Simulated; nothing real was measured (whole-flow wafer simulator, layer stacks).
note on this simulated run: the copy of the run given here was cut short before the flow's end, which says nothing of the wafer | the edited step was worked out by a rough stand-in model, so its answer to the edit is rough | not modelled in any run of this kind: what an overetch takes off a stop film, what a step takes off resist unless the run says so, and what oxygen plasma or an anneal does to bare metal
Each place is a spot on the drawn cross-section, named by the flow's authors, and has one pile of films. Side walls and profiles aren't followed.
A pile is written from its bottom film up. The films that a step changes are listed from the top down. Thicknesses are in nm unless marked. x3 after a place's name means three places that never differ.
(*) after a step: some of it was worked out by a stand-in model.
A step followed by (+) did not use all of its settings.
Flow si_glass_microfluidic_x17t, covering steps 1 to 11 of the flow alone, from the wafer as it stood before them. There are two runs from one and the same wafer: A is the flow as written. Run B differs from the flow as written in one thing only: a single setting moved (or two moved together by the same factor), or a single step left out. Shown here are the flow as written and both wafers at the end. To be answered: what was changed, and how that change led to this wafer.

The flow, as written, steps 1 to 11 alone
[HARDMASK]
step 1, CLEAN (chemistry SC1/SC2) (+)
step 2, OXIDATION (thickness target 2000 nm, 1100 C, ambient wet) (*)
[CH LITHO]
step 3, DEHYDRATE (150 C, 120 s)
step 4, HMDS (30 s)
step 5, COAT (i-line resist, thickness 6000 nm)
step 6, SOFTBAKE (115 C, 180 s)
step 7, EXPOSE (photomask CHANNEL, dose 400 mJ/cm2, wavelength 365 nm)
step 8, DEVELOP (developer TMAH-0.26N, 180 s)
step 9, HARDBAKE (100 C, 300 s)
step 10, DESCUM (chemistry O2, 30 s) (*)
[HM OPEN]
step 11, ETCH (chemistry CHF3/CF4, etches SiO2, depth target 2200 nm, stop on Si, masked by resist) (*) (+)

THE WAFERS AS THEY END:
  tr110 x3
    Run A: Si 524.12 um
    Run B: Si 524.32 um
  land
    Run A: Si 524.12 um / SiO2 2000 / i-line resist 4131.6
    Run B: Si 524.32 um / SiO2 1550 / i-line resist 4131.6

Cause: step 2, OXIDATION: thickness target 1550 nm was run, though the flow has thickness target 2000 nm.
One can read it off the wafer: land has SiO2 1550, and step 2 as written asks for 2000 nm.

How this came from the change, step by step:
  step 2, OXIDATION (thickness target 2000 nm, 1100 C, ambient wet) (*)
      land, tr110 x3: A +2000 SiO2 (new film), -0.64 chemical SiO2 (all of it), -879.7 Si | B +1550 SiO2 (new film), -0.64 chemical SiO2 (all of it), -681.7 Si
  step 11, ETCH (chemistry CHF3/CF4, etches SiO2, depth target 2200 nm, stop on Si, masked by resist) (*) (+)
      tr110 x3: A -2000 SiO2 (all of it) | B -1550 SiO2 (all of it)
